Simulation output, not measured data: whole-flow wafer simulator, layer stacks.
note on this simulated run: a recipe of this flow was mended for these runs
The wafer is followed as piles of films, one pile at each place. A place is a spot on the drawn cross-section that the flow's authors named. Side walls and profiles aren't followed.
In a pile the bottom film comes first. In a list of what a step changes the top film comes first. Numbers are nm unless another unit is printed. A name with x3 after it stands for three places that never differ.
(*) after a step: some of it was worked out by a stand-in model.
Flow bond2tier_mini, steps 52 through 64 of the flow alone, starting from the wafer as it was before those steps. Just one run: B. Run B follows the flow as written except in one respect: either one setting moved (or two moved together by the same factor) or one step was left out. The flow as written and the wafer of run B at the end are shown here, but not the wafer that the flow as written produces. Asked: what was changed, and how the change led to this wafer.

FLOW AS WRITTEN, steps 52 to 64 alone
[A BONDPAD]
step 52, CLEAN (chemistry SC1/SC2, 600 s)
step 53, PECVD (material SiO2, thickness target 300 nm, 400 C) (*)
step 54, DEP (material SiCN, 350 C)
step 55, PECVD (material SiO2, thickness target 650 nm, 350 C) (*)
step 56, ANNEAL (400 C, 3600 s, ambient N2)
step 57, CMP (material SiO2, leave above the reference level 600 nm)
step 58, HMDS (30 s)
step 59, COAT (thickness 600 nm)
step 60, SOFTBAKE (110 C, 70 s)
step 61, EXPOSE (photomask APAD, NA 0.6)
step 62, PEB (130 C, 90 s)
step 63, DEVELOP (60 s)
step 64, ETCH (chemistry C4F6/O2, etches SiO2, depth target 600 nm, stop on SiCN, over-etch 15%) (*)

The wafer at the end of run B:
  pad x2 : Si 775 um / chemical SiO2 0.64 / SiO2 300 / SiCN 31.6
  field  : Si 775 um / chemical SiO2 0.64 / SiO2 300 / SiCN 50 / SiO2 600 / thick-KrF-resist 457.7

What caused this: step 64, ETCH: over-etch 18.2% was run, whereas the flow has over-etch 15%.

How this came from the change, step by step:
  step 64, ETCH (chemistry C4F6/O2, etches SiO2, depth target 600 nm, stop on SiCN, over-etch 15%) (*)
      pad x2: SiO2 loses 600 (all of it), SiCN loses 18.4 (in the flow as written it would be: SiO2 loses 600 (all of it), SiCN loses 15.2)
      field: thick-KrF-resist loses 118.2 (in the flow as written it would be: thick-KrF-resist loses 115)
